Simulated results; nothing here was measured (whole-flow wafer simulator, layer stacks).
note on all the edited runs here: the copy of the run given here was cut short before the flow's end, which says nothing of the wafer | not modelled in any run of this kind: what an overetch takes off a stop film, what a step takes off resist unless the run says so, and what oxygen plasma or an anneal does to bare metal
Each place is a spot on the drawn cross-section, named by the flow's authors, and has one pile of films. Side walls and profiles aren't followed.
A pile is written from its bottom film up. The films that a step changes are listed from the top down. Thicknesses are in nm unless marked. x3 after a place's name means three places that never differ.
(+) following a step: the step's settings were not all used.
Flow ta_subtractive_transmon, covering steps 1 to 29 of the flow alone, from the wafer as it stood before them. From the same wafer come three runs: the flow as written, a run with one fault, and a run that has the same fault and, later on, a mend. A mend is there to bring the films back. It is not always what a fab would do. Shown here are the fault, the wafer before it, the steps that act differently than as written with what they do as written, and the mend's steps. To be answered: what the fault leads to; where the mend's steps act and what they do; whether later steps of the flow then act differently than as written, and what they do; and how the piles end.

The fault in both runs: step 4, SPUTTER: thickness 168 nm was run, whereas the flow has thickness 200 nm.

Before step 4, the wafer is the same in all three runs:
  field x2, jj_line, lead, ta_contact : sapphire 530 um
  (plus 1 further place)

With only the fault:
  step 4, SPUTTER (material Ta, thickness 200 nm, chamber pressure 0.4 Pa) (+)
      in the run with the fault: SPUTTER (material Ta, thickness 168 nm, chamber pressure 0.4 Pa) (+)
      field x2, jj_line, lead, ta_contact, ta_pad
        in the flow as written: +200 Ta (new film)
        in the run with the fault: +168 Ta (new film)
  Steps further on in the flow that do not act as written (3 other steps are not shown; they differ only slightly, by no more than 2% or 0.5 nm, whichever is larger):
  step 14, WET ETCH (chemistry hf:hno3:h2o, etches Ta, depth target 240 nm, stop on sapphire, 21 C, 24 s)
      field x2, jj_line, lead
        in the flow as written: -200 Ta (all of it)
        in the run with the fault: -168 Ta (all of it)
  By the end, the piles at ta_contact, ta_pad depart from the flow's by more than 2% or 0.5 nm, whichever is larger.
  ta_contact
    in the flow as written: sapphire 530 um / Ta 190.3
    in the run with the fault: sapphire 530 um / Ta 158.3
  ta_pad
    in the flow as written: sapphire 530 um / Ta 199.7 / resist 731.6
    in the run with the fault: sapphire 530 um / Ta 167.7 / resist 736.5

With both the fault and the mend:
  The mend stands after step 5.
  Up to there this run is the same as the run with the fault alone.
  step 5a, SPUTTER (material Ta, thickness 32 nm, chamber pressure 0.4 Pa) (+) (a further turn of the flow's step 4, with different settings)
      field x2, jj_line, lead, ta_contact, ta_pad
        +32 Ta
  Every later step of the flow that is run acts as written at every place that is followed.
  By the end, the piles equal the flow's at every place that both follow.
